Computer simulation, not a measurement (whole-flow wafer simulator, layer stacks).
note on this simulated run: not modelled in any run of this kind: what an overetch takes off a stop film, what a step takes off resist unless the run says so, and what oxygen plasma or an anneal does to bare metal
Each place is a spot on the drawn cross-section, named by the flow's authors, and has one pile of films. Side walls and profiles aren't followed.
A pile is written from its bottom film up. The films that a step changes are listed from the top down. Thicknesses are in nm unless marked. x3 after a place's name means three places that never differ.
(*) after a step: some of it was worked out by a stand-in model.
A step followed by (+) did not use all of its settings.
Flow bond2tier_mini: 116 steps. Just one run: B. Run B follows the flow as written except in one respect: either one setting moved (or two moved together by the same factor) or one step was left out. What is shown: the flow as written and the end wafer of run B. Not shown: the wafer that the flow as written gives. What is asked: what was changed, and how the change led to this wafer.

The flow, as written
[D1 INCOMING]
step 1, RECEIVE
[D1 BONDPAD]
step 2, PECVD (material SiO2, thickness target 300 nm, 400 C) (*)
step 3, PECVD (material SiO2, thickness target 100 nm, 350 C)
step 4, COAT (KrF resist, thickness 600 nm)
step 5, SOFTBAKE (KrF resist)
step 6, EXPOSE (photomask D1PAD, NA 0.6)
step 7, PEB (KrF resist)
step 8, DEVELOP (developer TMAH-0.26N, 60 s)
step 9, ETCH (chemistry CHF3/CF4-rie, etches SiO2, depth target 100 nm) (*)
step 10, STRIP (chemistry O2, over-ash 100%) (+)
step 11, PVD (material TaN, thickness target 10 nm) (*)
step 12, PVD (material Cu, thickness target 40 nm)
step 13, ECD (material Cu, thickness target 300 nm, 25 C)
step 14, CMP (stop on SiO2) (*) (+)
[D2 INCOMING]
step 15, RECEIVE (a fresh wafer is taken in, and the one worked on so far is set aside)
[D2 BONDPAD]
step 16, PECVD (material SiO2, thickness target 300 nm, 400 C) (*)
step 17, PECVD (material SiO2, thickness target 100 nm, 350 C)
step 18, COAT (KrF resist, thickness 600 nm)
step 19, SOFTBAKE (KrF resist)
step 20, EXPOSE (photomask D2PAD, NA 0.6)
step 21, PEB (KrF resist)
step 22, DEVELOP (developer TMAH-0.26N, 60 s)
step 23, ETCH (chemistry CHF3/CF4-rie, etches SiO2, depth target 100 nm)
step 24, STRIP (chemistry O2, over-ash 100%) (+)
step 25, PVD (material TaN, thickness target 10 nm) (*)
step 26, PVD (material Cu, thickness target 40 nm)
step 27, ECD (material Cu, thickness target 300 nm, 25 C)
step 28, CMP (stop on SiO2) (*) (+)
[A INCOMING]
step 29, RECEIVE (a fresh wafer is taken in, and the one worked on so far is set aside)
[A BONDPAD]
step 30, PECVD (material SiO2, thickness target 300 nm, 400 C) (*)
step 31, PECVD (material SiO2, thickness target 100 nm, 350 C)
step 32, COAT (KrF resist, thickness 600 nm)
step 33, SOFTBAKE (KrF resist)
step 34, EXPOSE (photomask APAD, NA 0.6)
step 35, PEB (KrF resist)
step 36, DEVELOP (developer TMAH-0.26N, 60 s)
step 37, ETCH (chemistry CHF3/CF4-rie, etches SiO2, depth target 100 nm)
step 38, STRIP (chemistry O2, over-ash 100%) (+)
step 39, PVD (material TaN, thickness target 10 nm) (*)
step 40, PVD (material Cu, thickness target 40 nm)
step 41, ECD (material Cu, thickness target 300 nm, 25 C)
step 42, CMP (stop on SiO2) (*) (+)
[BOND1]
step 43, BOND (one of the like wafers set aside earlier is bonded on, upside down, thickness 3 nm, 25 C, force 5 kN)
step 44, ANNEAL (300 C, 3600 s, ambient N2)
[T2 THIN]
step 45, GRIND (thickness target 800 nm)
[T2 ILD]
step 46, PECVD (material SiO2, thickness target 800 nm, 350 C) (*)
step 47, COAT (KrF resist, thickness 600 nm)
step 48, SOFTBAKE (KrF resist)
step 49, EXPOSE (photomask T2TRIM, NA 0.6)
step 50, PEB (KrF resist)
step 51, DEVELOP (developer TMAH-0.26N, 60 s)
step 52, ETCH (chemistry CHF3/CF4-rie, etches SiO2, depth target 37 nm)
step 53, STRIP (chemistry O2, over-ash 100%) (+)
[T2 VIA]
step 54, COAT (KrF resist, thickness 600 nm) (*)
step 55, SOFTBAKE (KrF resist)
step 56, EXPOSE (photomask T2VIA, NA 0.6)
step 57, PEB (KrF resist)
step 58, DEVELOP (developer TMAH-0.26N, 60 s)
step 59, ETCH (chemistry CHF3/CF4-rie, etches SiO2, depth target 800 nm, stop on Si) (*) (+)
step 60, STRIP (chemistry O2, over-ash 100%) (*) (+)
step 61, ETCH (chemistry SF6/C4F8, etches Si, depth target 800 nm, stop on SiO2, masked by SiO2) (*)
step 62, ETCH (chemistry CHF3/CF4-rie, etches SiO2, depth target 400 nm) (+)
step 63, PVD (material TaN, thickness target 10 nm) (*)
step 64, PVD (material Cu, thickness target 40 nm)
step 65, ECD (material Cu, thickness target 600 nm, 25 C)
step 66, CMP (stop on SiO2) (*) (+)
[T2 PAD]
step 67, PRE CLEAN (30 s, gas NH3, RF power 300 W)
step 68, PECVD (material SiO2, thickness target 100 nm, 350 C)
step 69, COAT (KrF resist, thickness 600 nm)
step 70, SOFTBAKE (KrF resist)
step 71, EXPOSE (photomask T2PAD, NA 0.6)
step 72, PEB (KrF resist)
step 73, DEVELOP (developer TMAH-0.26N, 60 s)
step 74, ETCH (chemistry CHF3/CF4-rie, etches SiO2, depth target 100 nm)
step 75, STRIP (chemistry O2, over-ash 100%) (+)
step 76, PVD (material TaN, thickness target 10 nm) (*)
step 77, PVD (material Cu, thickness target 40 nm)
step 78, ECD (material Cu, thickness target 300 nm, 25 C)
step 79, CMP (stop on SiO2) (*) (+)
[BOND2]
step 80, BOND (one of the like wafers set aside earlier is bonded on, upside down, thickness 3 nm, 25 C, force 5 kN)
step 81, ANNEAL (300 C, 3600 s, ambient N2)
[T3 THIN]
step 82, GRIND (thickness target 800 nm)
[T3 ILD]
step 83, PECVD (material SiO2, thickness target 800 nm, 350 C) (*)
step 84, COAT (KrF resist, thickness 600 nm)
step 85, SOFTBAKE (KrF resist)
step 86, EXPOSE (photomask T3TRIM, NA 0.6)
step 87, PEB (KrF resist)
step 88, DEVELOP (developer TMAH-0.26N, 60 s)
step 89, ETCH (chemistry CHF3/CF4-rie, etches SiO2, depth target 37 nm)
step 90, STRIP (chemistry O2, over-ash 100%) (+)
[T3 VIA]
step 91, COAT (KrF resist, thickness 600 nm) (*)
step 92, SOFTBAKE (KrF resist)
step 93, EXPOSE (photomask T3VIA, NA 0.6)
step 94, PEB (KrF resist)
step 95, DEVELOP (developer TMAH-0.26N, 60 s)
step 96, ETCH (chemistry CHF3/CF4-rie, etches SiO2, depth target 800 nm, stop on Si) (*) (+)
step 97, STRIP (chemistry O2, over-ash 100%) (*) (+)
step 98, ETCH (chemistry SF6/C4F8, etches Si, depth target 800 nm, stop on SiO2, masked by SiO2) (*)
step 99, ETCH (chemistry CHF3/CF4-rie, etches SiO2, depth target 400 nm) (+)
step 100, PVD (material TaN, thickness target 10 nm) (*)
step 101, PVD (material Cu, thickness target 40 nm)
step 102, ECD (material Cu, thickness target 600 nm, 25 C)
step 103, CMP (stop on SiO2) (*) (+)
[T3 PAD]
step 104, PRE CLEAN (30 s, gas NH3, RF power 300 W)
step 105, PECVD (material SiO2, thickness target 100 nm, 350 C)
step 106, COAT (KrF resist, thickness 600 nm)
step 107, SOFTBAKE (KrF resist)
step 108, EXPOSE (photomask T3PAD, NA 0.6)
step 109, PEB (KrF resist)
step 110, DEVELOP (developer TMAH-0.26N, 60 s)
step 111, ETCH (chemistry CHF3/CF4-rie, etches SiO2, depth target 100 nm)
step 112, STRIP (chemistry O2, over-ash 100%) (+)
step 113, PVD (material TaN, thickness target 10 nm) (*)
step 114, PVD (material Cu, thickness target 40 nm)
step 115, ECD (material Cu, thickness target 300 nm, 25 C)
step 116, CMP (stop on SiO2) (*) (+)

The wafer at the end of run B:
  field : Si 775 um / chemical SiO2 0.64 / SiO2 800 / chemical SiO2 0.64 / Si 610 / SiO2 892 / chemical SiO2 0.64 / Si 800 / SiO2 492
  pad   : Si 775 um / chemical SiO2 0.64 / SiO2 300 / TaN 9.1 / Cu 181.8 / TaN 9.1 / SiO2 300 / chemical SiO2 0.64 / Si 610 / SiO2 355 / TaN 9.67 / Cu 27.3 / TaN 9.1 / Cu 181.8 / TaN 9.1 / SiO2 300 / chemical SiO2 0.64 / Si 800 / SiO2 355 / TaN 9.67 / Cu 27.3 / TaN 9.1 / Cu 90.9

Cause: step 45, GRIND: thickness target 610 nm was run, whereas the flow has thickness target 800 nm.
One can read it off the wafer: field has Si 610, and step 45 as written asks for 800 nm.

The path from the change to this, step by step:
  step 45, GRIND (thickness target 800 nm)
      field, pad, via: Si loses 774.39 um (as written it would have been: Si loses 774.2 um)
